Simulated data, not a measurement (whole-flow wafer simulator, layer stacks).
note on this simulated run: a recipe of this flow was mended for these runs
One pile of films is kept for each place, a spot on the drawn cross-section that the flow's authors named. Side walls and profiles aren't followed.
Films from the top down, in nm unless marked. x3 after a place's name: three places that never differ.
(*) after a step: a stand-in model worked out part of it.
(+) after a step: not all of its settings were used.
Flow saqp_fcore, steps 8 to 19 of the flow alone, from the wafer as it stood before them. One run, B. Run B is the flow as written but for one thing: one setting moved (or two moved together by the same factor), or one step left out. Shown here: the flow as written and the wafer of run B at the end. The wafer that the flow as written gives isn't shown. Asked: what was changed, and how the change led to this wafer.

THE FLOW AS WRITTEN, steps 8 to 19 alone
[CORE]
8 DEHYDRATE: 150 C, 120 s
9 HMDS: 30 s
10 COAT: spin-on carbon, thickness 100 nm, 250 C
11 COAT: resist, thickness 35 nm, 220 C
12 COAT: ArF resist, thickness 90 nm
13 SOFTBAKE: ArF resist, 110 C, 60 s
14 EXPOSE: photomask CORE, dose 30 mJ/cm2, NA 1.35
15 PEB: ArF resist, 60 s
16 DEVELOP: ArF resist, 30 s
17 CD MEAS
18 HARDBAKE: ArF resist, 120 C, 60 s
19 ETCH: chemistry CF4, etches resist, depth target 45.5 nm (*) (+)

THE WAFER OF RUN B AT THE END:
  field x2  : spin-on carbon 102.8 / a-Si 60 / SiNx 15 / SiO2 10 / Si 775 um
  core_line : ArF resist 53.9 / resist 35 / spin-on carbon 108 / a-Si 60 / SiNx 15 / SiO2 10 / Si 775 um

The cause: step 10, COAT: thickness 108 nm was run, where the flow has thickness 100 nm.
It can be read off the wafer: core_line has spin-on carbon 108, and step 10 as written asks for 100 nm.

How the change led to this, step by step:
  10 COAT: spin-on carbon, thickness 100 nm, 250 C
      field x2, core_line: spin-on carbon +108 (new film) (as written it would be: spin-on carbon +100 (new film))
